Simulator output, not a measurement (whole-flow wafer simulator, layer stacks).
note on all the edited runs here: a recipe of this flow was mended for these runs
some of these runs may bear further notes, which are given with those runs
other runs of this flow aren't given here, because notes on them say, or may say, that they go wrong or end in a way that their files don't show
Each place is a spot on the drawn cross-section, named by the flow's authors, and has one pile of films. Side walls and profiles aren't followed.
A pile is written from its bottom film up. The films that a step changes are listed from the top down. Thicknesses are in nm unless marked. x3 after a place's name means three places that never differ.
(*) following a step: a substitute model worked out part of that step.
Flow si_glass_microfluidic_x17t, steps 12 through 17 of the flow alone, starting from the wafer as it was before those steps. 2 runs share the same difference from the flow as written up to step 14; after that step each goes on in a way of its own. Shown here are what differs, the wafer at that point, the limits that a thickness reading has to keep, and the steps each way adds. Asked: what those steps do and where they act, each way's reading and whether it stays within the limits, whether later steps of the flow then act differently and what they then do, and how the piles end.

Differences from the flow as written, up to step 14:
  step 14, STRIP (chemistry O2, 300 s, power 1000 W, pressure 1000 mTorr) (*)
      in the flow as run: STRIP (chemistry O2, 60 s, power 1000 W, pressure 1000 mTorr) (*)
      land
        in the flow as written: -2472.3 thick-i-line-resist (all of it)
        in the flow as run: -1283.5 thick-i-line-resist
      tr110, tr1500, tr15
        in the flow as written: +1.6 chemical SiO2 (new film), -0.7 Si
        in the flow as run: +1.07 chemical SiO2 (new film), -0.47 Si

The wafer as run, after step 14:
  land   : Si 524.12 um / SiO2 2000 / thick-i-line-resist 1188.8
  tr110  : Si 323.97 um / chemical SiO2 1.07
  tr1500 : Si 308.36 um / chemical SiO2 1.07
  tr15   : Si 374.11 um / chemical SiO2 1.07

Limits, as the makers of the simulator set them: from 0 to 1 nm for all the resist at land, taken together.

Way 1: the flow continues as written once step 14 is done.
  Reading after step 14: 1188.8 nm, not within the limits.
  Steps later in the flow that act otherwise than as written:
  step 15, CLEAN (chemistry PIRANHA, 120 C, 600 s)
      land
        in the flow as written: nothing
        going this way: -1188.8 thick-i-line-resist (all of it)
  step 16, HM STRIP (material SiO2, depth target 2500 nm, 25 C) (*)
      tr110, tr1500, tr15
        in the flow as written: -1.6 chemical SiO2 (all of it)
        going this way: -1.07 chemical SiO2 (all of it)
  The piles end only slightly different from the flow's at the places that both follow, by no more than 2% or 0.5 nm, whichever is larger.

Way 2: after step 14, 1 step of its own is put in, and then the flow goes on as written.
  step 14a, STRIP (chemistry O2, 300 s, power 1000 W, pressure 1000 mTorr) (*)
      tr110, tr1500, tr15
        +0.6 chemical SiO2, -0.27 Si
      land
        -1188.8 thick-i-line-resist (all of it)
  Reading after step 14a: 0 nm, inside the limits.
  Every later step of the flow that is run acts as written, at every place that is followed, to within 2% or 0.5 nm, whichever is larger.
  By the end, the piles equal the flow's at every place that both follow.

Inside the limits: way 2. Outside the limits: way 1.
